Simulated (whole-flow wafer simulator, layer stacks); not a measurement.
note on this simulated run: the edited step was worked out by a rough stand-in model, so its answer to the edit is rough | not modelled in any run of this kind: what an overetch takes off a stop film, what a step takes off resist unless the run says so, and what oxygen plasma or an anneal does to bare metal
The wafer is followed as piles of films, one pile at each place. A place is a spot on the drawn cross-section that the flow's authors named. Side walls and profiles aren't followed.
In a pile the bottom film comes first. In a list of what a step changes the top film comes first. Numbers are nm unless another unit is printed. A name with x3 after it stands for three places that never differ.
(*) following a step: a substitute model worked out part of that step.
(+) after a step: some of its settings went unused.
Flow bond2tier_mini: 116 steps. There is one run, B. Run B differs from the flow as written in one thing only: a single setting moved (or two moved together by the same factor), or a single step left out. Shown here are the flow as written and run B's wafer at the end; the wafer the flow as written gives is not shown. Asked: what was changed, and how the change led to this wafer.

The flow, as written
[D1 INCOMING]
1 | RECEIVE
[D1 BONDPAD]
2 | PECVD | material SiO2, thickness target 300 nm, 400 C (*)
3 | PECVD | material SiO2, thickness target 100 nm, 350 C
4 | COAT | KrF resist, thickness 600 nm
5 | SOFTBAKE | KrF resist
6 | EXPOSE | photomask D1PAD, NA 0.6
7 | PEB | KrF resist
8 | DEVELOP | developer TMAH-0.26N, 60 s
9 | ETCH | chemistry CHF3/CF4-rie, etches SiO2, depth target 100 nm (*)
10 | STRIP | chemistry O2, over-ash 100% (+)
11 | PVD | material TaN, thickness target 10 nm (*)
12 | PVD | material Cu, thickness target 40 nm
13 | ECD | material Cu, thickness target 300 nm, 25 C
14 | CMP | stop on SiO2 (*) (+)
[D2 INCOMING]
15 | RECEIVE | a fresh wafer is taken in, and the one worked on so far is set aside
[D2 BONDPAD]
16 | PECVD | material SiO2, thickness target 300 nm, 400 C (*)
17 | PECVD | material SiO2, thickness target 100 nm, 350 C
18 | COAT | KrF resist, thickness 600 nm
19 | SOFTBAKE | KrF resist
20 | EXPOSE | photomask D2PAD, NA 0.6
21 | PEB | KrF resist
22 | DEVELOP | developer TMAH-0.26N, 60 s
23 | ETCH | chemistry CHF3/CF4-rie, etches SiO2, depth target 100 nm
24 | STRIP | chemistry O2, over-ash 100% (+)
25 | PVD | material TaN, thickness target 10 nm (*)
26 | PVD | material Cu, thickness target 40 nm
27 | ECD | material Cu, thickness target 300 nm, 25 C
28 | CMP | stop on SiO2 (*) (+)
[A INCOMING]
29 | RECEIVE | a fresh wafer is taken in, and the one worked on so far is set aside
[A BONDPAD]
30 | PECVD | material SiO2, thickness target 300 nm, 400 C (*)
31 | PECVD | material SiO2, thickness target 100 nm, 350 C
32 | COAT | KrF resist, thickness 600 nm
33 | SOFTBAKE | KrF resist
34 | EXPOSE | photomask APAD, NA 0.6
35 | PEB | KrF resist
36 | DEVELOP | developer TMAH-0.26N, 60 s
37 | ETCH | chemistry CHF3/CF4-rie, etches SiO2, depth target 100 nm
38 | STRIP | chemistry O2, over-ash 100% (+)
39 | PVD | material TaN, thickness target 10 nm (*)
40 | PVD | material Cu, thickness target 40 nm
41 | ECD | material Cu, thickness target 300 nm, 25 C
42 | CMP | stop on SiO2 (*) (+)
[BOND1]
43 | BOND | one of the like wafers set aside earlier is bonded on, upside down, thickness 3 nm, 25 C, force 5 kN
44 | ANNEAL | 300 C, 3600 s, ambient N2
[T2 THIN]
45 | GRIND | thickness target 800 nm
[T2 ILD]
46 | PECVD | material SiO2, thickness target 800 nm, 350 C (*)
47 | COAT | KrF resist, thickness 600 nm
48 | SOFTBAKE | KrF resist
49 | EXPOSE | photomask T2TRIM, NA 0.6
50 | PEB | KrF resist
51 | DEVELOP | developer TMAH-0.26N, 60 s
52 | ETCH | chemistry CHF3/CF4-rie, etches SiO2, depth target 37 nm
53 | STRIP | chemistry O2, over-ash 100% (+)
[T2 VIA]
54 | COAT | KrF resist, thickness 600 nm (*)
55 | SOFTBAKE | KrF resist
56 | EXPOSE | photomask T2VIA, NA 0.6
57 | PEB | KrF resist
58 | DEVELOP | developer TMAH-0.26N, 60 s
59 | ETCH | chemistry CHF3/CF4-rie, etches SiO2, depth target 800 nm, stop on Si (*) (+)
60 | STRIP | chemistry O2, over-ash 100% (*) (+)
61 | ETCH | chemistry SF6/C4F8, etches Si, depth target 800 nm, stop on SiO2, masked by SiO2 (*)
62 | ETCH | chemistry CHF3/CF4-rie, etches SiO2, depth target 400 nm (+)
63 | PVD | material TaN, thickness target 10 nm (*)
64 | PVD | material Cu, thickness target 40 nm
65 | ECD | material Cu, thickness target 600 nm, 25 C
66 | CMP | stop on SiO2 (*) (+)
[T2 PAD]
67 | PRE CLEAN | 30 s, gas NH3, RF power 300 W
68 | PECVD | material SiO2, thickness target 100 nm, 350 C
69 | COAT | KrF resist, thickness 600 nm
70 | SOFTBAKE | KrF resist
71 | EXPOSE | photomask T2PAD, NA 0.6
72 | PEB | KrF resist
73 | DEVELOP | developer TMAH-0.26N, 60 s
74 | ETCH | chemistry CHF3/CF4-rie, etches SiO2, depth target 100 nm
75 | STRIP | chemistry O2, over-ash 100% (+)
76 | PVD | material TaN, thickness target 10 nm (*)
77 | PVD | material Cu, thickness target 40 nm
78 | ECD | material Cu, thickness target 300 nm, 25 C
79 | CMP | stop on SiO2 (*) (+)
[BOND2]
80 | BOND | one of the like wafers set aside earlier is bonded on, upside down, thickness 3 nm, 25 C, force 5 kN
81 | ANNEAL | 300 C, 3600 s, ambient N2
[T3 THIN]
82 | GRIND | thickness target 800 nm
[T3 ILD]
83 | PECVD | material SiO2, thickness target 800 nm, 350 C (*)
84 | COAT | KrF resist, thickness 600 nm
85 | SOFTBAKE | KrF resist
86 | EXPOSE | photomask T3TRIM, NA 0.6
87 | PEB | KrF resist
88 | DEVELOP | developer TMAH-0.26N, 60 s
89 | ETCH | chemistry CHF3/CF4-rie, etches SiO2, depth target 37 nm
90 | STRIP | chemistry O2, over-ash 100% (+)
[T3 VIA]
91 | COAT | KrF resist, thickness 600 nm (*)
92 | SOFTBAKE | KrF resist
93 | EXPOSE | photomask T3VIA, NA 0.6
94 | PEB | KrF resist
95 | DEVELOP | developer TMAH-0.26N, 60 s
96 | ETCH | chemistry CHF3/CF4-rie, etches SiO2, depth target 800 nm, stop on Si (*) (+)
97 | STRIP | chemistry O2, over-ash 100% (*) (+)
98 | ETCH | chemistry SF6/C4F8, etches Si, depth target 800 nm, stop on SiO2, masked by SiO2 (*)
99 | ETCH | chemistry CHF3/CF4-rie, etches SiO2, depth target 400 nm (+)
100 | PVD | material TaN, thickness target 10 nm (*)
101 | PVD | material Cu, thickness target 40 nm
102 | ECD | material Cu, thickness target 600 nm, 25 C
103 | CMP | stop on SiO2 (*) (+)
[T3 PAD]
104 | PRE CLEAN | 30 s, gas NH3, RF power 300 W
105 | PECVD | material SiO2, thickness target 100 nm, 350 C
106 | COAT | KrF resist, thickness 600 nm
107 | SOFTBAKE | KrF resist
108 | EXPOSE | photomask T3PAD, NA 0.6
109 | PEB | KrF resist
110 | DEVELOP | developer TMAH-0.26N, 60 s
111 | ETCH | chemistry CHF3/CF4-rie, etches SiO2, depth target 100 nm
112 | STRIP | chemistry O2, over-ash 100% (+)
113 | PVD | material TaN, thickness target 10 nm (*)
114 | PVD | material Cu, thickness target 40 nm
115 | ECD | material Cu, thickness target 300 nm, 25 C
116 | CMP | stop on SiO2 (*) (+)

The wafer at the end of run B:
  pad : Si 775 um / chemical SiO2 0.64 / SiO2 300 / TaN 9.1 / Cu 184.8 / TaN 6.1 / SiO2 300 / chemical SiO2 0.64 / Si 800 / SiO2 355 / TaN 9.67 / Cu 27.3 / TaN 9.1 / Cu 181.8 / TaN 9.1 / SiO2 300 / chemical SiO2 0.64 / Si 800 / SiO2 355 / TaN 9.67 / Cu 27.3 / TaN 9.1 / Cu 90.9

The reason: step 11, PVD: thickness target 6.7 nm was run, while the flow as written has thickness target 10 nm.

How this came from the change, step by step:
  11 | PVD | material TaN, thickness target 10 nm (*)
      field: TaN gains 6.7 (new film) (as written it would have been: TaN gains 10 (new film))
      pad: TaN gains 6.1 (new film) (as written it would have been: TaN gains 9.1 (new film))
      (as well as at 1 more place)
  14 | CMP | stop on SiO2 (*) (+)
      field: Cu loses 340 (all of it), TaN loses 6.7 (all of it) (as written it would have been: Cu loses 340 (all of it), TaN loses 10 (all of it))
  43 | BOND | one of the like wafers set aside earlier is bonded on, upside down, thickness 3 nm, 25 C, force 5 kN
      pad: Si gains 775 um (new film), chemical SiO2 gains 0.64 (new film), SiO2 gains 300 (new film), TaN gains 6.1 (new film), Cu gains 93.9 (as written it would have been: Si gains 775 um (new film), chemical SiO2 gains 0.64 (new film), SiO2 gains 300 (new film), TaN gains 9.1 (new film), Cu gains 90.9)
      via: Si gains 775 um (new film), chemical SiO2 gains 0.64 (new film), SiO2 gains 300 (new film), TaN gains 6.68 (new film), Cu gains 93.3 (as written it would have been: Si gains 775 um (new film), chemical SiO2 gains 0.64 (new film), SiO2 gains 300 (new film), TaN gains 9.97 (new film), Cu gains 90)
